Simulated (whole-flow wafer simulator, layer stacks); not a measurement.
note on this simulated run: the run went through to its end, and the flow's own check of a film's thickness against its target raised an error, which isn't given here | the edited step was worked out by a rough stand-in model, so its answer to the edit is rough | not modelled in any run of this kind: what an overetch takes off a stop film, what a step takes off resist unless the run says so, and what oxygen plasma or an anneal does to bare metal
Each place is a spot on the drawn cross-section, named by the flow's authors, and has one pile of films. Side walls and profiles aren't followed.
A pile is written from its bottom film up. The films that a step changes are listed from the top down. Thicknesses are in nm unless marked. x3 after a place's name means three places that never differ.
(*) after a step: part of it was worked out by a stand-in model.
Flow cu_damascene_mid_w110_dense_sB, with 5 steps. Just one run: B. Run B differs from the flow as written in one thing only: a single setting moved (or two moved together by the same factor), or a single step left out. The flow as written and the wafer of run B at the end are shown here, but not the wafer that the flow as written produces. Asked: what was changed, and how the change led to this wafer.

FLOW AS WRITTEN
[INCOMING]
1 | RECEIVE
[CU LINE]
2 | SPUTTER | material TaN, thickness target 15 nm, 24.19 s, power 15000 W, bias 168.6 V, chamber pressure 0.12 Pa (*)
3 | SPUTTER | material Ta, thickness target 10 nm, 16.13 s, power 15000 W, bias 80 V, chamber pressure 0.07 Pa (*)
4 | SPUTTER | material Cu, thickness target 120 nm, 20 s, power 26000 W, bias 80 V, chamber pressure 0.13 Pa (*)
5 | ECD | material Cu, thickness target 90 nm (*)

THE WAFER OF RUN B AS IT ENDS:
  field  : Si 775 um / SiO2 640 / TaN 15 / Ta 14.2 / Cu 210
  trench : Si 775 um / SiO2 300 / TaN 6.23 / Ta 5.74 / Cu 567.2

Cause: step 3, SPUTTER: thickness target 14.2 nm was run, whereas the flow has thickness target 10 nm; step 3, SPUTTER: 22.99 s was run, where the flow has 16.13 s.
The wafer lets one read it off: field has Ta 14.2, and step 3 as written asks for 10 nm.

How this came from the change, step by step:
  3 | SPUTTER | material Ta, thickness target 10 nm, 16.13 s, power 15000 W, bias 80 V, chamber pressure 0.07 Pa (*)
      field: +14.2 Ta (new film) (it would be, as written: +10 Ta (new film))
      trench: +5.74 Ta (new film) (it would be, as written: +4.05 Ta (new film))
